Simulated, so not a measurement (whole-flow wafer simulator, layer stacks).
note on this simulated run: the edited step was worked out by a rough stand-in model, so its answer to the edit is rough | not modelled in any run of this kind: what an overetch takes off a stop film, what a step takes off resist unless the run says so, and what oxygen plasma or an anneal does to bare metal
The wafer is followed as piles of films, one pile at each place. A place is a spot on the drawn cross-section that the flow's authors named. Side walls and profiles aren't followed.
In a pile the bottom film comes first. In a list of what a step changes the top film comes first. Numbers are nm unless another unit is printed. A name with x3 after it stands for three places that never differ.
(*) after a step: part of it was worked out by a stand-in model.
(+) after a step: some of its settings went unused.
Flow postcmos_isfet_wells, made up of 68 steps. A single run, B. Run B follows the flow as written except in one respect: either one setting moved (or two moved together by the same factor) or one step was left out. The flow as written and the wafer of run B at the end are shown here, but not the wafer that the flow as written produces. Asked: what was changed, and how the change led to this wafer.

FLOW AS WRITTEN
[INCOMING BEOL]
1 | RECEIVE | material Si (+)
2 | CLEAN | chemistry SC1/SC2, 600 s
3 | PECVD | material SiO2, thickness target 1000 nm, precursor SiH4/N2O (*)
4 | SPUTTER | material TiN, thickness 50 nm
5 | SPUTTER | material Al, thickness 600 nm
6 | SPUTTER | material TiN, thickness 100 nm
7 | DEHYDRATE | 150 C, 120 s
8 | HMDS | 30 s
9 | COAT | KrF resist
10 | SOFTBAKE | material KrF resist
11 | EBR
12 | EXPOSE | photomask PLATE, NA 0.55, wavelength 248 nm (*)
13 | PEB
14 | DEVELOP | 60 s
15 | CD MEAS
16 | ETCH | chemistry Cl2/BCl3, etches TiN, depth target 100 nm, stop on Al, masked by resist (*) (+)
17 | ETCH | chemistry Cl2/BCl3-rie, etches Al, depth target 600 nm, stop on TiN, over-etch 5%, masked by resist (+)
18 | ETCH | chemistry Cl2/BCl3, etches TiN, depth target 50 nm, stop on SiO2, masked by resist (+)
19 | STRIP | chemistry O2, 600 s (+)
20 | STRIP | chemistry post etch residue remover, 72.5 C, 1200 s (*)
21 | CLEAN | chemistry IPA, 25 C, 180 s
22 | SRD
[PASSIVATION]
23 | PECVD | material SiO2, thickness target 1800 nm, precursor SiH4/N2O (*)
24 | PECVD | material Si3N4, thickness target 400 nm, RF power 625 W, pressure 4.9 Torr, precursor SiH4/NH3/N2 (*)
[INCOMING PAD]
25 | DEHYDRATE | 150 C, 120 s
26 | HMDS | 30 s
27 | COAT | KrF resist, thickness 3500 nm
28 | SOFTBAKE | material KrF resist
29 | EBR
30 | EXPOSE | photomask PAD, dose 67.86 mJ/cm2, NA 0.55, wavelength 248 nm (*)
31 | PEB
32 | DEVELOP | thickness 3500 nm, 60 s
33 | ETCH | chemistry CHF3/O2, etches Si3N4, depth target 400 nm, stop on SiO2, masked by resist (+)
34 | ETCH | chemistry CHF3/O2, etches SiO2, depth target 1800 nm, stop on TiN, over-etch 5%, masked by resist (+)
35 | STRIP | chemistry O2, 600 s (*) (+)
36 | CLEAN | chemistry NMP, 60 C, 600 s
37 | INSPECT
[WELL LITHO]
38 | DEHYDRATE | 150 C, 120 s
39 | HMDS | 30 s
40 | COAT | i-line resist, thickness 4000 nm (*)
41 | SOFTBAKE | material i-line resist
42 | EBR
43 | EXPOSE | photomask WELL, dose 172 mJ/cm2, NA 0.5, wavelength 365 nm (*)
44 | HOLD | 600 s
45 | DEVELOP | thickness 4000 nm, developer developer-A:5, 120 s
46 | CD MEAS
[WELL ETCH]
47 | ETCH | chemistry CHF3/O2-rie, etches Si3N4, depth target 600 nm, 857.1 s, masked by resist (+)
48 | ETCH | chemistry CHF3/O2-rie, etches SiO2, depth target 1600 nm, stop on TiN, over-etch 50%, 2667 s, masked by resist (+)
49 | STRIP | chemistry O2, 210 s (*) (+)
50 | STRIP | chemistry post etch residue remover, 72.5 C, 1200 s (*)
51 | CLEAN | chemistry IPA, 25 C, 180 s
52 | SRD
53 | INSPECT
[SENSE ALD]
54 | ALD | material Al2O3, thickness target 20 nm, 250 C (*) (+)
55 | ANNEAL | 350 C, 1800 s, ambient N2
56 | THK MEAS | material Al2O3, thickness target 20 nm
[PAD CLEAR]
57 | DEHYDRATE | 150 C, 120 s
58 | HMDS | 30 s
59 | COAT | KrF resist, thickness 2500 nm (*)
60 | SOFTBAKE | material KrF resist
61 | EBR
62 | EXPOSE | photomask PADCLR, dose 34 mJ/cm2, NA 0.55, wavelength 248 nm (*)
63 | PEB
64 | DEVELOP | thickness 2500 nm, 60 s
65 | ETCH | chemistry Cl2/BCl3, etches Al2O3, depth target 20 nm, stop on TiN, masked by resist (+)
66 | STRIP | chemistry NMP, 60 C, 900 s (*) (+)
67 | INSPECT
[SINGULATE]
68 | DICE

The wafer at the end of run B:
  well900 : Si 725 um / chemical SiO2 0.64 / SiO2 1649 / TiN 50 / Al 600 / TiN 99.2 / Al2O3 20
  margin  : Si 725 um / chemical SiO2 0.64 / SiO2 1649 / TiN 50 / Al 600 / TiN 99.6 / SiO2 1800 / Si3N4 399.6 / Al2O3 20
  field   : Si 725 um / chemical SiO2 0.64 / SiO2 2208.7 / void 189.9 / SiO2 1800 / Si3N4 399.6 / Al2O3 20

Cause: step 3, PECVD: thickness target 1649 nm was run, whereas the flow has thickness target 1000 nm.
One can read it off the wafer: well900 has SiO2 1649, and step 3 as written asks for 1000 nm.

Step by step, how the change led to this:
  3 | PECVD | material SiO2, thickness target 1000 nm, precursor SiH4/N2O (*)
      field, margin, well900, well1300 x3, pad_rim, pad_clr, pad_open: SiO2 gains 1649 (new film) (it would be, as written: SiO2 gains 1000 (new film))
